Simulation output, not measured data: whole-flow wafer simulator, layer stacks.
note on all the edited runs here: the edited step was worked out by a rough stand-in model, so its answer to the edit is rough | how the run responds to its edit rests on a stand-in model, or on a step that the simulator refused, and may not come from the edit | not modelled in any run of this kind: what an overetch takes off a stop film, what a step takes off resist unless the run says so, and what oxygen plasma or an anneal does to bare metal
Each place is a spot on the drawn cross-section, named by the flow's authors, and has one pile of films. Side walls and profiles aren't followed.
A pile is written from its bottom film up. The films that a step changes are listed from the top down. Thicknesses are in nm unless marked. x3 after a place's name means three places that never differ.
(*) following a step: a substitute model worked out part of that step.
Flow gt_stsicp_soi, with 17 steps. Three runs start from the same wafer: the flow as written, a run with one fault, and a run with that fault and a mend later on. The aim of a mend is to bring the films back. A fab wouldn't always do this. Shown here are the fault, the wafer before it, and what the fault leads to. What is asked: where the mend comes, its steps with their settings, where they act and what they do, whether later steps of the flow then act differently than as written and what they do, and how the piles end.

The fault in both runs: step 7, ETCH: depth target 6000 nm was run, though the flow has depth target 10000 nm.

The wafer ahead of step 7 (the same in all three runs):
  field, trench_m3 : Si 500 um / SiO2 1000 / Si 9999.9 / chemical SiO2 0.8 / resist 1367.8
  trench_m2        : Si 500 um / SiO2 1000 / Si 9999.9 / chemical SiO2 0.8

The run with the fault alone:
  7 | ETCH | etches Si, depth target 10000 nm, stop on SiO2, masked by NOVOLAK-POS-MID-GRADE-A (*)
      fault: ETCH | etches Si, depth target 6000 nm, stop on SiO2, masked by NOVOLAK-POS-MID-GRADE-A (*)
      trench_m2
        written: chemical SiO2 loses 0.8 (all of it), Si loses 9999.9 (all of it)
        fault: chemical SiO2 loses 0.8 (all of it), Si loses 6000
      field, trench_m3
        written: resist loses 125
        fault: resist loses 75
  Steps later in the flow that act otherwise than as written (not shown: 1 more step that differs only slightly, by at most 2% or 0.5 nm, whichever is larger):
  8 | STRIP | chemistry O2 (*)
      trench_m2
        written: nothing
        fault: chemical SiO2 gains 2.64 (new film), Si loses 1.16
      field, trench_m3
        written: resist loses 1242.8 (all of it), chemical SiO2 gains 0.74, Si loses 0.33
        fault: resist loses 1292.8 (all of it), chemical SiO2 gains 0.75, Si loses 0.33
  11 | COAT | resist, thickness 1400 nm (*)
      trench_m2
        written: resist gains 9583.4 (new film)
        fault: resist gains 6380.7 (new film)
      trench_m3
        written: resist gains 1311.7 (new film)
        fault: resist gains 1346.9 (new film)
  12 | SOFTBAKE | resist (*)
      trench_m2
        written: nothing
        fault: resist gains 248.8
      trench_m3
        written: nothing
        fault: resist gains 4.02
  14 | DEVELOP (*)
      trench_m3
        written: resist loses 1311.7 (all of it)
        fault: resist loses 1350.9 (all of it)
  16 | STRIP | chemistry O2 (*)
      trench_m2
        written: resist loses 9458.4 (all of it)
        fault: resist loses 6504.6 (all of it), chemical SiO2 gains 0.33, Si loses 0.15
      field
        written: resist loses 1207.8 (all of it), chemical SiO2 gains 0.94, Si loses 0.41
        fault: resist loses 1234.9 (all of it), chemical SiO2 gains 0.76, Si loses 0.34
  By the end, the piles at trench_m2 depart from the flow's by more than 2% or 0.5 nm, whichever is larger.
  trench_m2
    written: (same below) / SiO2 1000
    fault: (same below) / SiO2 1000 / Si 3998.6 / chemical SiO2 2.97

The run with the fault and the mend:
  The mend follows step 7.
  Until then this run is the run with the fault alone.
  7a | ETCH | etches Si, depth target 4000 nm, stop on SiO2, masked by NOVOLAK-POS-MID-GRADE-A (*) (the flow's step 7, run once more with other settings)
      field, trench_m3
        resist loses 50
      trench_m2
        Si loses 3999.9 (all of it)
  Every later step of the flow that is run acts as written at every place that is followed.
  At every place that both follow, the piles at the end match the flow's.
